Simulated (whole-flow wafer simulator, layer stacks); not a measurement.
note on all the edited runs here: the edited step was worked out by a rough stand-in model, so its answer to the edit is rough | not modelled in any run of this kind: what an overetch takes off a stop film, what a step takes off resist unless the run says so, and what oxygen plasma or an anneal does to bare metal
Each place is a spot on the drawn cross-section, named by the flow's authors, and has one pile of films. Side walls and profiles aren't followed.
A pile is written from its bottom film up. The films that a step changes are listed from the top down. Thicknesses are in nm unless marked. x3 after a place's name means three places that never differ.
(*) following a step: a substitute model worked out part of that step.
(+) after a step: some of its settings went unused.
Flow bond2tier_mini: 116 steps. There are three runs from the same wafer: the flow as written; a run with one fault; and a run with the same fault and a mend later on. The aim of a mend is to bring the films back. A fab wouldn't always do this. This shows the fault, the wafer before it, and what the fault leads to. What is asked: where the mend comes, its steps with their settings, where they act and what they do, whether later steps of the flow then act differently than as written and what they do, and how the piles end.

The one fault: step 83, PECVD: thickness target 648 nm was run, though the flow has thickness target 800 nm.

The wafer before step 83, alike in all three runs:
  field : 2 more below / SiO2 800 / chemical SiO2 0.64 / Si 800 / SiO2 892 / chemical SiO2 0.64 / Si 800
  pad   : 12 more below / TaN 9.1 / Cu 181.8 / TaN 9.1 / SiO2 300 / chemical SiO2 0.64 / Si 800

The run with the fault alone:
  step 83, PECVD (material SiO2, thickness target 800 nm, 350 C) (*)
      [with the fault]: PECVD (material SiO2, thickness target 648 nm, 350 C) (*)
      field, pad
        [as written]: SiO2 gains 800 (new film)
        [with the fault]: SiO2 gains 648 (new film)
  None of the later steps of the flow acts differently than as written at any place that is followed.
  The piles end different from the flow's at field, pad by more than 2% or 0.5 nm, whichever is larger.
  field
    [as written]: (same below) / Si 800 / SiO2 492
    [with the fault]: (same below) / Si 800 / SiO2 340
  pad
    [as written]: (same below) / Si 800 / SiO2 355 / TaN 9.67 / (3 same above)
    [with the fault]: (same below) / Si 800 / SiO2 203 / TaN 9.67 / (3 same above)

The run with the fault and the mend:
  The mend follows step 88.
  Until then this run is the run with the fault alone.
  step 88a, STRIP (chemistry O2, over-ash 100%) (+)
      field
        KrF resist loses 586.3 (all of it)
  step 88b, PECVD (material SiO2, thickness target 152 nm, 350 C) (the flow's step 83 again, with other settings)
      field, pad
        SiO2 gains 152
  step 88c, COAT (KrF resist, thickness 600 nm) (the flow's step 84 again)
      field, pad
        KrF resist gains 600 (new film)
  step 88d, SOFTBAKE (KrF resist) (the flow's step 85 again)
      leaves every film unchanged at each place that is followed
  step 88e, EXPOSE (photomask T3TRIM, NA 0.6) (the flow's step 86 again)
      leaves every film unchanged at each place that is followed
  step 88f, PEB (KrF resist) (the flow's step 87 again)
      leaves every film unchanged at each place that is followed
  step 88g, DEVELOP (developer TMAH-0.26N, 60 s) (the flow's step 88 again)
      field
        KrF resist loses 13.7
      pad
        KrF resist loses 600 (all of it)
  None of the later steps of the flow acts differently than as written at any place that is followed.
  The piles end the same as the flow's at every place that both follow.
